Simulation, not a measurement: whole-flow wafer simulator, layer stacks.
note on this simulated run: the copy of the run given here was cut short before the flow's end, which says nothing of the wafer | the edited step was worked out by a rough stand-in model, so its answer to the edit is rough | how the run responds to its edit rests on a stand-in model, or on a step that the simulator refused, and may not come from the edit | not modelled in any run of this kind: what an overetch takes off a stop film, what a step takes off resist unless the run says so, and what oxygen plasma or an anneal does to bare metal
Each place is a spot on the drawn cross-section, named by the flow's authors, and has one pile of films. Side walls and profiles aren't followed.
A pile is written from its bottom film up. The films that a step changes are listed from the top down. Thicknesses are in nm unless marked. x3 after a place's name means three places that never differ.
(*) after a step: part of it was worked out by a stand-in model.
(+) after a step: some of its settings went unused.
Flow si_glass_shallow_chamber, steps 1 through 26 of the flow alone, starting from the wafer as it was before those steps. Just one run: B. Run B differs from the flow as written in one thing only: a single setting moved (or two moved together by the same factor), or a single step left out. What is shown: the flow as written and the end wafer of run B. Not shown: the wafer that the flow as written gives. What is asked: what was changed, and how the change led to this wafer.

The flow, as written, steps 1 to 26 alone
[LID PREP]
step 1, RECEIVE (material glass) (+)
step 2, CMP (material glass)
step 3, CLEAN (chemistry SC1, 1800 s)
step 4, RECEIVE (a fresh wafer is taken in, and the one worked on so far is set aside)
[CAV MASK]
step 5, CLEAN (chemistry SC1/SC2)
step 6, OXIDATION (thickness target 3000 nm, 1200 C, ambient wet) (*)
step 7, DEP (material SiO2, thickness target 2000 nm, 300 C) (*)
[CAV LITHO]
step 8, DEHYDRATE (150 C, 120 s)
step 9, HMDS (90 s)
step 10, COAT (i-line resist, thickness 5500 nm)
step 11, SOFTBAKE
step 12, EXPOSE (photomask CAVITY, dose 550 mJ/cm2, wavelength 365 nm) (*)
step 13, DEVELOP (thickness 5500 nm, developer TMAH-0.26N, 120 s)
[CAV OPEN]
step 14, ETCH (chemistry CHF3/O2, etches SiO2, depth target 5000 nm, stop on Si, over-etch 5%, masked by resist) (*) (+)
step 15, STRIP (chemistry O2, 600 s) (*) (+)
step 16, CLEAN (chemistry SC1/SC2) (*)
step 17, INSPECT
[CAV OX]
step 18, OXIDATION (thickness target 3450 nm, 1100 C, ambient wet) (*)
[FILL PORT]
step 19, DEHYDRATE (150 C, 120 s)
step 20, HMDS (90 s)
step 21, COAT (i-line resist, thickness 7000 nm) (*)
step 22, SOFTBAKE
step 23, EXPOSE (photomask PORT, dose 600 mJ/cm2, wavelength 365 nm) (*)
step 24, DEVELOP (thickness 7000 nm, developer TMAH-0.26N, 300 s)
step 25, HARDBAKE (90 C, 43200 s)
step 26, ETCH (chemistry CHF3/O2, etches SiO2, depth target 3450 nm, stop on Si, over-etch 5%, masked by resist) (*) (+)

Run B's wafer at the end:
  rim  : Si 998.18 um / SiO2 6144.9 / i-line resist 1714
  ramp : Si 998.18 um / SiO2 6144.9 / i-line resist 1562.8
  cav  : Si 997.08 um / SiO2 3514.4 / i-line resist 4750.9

Cause: step 18, OXIDATION: 1107 C was run, whereas the flow has 1100 C.

How this came from the change, step by step:
  step 18, OXIDATION (thickness target 3450 nm, 1100 C, ambient wet) (*)
      rim, ramp, septum, ring: +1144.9 SiO2, -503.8 Si (as written it would have been: +1109.8 SiO2, -488.3 Si)
  step 26, ETCH (chemistry CHF3/O2, etches SiO2, depth target 3450 nm, stop on Si, over-etch 5%, masked by resist) (*) (+)
      port: -3514.4 SiO2 (all of it), -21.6 Si (as written it would have been: -3450 SiO2 (all of it), -34.5 Si)
